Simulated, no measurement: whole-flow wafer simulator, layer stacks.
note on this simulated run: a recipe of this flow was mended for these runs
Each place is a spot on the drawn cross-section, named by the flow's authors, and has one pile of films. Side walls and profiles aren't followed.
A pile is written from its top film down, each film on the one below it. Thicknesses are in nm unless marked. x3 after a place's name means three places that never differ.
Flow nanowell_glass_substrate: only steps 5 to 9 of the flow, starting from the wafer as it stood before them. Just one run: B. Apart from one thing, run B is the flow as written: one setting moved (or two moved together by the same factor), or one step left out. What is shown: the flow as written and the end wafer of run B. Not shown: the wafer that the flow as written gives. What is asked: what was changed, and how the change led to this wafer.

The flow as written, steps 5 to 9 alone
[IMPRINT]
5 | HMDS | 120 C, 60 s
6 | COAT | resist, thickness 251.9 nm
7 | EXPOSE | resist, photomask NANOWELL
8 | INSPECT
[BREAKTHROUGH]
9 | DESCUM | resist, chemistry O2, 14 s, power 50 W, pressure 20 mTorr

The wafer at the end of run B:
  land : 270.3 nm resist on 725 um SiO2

Cause: step 9, DESCUM: 8.4 s was run, whereas the flow has 14 s.

How this came from the change, step by step:
  9 | DESCUM | resist, chemistry O2, 14 s, power 50 W, pressure 20 mTorr
      land: resist loses 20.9 (in the flow as written it would be: resist loses 34.9)
